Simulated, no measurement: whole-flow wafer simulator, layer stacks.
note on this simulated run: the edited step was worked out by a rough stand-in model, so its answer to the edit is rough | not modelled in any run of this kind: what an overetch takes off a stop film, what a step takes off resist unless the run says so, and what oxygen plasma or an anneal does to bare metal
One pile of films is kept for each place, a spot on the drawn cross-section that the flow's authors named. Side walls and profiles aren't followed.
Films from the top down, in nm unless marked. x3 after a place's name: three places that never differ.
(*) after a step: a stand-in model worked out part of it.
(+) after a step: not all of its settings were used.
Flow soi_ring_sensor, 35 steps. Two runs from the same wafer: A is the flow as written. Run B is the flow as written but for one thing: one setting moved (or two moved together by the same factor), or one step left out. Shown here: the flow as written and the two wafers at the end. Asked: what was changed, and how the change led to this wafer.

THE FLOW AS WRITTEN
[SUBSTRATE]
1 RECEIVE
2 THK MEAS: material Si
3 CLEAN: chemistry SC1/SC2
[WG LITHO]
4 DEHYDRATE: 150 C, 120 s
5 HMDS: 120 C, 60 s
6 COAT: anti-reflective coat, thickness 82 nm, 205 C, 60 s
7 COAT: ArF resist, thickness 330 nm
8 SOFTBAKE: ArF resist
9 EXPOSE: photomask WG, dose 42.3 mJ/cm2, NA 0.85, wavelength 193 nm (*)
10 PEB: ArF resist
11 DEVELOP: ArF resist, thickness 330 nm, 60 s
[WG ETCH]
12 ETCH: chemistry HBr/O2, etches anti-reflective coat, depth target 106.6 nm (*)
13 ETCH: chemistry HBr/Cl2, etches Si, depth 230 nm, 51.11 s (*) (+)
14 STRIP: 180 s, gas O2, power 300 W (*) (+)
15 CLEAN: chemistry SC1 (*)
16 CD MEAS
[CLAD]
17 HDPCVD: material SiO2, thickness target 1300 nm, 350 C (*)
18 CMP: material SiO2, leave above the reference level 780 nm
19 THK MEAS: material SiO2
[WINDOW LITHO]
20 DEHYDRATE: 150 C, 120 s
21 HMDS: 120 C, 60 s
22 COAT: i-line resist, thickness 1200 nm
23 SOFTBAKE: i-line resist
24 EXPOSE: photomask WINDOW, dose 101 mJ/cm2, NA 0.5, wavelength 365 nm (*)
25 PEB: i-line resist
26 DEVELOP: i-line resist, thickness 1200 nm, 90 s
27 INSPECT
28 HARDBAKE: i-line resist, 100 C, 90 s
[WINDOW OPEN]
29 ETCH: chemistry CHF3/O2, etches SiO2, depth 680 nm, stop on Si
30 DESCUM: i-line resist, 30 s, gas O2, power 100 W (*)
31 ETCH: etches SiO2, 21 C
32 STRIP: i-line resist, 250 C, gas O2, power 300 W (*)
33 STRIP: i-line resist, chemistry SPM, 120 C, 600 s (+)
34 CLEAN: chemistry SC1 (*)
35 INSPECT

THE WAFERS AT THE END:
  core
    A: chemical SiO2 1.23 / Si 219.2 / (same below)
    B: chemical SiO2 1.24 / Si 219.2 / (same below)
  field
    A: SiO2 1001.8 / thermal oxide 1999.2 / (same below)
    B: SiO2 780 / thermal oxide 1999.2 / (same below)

The cause: step 17, HDPCVD: thickness target 780 nm was run, where the flow has thickness target 1300 nm.

How the change led to this, step by step:
  17 HDPCVD: material SiO2, thickness target 1300 nm, 350 C (*)
      core, gap, window, field, core_clad, gap_clad: A SiO2 +1300 (new film) | B SiO2 +780 (new film)
  18 CMP: material SiO2, leave above the reference level 780 nm
      gap, window, field, gap_clad: A SiO2 -298.2 | B nothing
      core, core_clad: A SiO2 -520 | B nothing
  22 COAT: i-line resist, thickness 1200 nm
      core, core_clad: A i-line resist +1200 (new film) | B i-line resist +1008.8 (new film)
      gap, gap_clad: A i-line resist +1200 (new film) | B i-line resist +1232.8 (new film)
  23 SOFTBAKE: i-line resist
      core, core_clad: A nothing | B i-line resist -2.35
      gap, gap_clad: A nothing | B i-line resist -2.89
      (and at 1 more place)
  25 PEB: i-line resist
      core, core_clad: A i-line resist -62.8 | B i-line resist -52.3
      gap, gap_clad: A i-line resist -62.8 | B i-line resist -64.4
  26 DEVELOP: i-line resist, thickness 1200 nm, 90 s
      core: A i-line resist -1137.2 (all of it) | B i-line resist -954.1 (all of it)
      gap: A i-line resist -1137.2 (all of it) | B i-line resist -1165.5 (all of it)
  32 STRIP: i-line resist, 250 C, gas O2, power 300 W (*)
      core_clad: A i-line resist -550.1 (all of it) | B i-line resist -367.4 (all of it)
